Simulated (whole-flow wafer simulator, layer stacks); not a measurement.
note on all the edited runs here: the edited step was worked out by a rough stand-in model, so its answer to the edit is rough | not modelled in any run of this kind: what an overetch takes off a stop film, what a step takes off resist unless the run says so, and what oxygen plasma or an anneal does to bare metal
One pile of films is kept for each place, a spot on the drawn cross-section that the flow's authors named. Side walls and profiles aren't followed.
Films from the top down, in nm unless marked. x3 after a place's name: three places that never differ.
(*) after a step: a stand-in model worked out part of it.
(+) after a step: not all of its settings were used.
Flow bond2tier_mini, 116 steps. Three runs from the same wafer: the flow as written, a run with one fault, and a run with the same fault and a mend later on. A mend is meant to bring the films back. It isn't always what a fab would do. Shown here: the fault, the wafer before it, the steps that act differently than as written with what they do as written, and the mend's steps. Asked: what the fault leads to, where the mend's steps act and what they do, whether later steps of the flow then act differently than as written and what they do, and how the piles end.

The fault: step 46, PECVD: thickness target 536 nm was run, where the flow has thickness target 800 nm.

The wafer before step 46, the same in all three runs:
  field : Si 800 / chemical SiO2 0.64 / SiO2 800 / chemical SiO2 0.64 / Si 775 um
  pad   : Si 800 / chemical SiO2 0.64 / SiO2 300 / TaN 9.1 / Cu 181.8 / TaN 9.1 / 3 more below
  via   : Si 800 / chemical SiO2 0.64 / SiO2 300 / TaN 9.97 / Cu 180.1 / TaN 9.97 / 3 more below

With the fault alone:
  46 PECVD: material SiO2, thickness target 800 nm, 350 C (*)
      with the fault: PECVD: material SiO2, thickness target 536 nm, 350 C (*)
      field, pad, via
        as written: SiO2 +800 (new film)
        with the fault: SiO2 +536 (new film)
  Later steps of the flow that act differently than as written:
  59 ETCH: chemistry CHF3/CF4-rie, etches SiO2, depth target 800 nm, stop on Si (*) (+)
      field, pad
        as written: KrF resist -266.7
        with the fault: KrF resist -249.5
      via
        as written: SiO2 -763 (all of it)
        with the fault: SiO2 -499 (all of it)
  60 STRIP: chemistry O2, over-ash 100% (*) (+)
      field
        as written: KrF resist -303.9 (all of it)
        with the fault: KrF resist -321.1 (all of it)
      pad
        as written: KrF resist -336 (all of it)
        with the fault: KrF resist -353.1 (all of it)
  At the end the piles differ from the flow's by more than 2% or 0.5 nm, whichever is larger, at field, pad.
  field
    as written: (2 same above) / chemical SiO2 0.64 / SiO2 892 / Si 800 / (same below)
    with the fault: (2 same above) / chemical SiO2 0.64 / SiO2 628 / Si 800 / (same below)
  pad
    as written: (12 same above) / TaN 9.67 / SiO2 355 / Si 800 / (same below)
    with the fault: (12 same above) / TaN 9.67 / SiO2 91 / Si 800 / (same below)

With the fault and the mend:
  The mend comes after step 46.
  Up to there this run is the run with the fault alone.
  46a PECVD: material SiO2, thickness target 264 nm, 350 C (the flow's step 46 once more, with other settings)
      field, pad, via
        SiO2 +264
  No later step of the flow acts differently than as written at any place that is followed.
  At the end the piles are the same as the flow's at every place that both follow.
